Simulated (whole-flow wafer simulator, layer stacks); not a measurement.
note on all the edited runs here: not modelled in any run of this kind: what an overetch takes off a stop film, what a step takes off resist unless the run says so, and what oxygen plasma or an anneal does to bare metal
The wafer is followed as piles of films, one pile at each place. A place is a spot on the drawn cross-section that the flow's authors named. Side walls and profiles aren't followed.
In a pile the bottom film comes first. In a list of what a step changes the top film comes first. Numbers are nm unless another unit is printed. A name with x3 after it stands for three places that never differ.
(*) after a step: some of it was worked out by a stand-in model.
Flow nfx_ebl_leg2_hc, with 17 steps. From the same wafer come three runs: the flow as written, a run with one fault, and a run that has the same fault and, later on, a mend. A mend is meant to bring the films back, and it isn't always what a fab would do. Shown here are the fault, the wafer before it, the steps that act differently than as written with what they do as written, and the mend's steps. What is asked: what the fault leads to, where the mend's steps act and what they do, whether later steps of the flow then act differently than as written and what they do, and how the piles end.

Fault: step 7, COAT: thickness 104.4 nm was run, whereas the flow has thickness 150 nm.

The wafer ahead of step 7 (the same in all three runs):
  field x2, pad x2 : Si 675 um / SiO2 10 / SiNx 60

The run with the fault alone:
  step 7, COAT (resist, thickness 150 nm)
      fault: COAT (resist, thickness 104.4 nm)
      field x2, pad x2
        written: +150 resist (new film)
        fault: +104.4 resist (new film)
  Later steps of the flow acting differently than as written:
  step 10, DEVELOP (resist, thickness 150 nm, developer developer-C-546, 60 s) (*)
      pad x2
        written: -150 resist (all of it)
        fault: -104.4 resist (all of it)
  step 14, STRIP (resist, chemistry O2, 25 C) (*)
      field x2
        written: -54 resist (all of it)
        fault: -8.4 resist (all of it)
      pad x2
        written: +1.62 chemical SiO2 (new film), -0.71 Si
        fault: +1.02 chemical SiO2 (new film), -0.45 Si
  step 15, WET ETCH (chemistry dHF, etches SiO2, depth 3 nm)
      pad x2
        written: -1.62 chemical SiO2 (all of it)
        fault: -1.02 chemical SiO2 (all of it)
  When the end is reached, the piles differ only a little from the flow's at the places that both follow, at most by 2% or 0.5 nm, whichever is larger.

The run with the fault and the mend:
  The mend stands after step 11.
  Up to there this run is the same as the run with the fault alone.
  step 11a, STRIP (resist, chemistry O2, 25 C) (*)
      field x2
        -104.4 resist (all of it)
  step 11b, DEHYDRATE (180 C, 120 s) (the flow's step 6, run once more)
      leaves every film unchanged at each place that is followed
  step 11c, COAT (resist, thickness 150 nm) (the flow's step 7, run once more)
      field x2, pad x2
        +150 resist (new film)
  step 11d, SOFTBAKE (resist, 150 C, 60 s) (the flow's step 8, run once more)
      leaves every film unchanged at each place that is followed
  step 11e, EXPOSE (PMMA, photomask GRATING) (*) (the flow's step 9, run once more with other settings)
      leaves every film unchanged at each place that is followed
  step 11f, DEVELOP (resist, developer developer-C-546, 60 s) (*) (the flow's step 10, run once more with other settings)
      pad x2
        -150 resist (all of it)
  Later steps of the flow that are run all act as written at every place that is followed.
  The piles end the same as the flow's at every place that both follow.
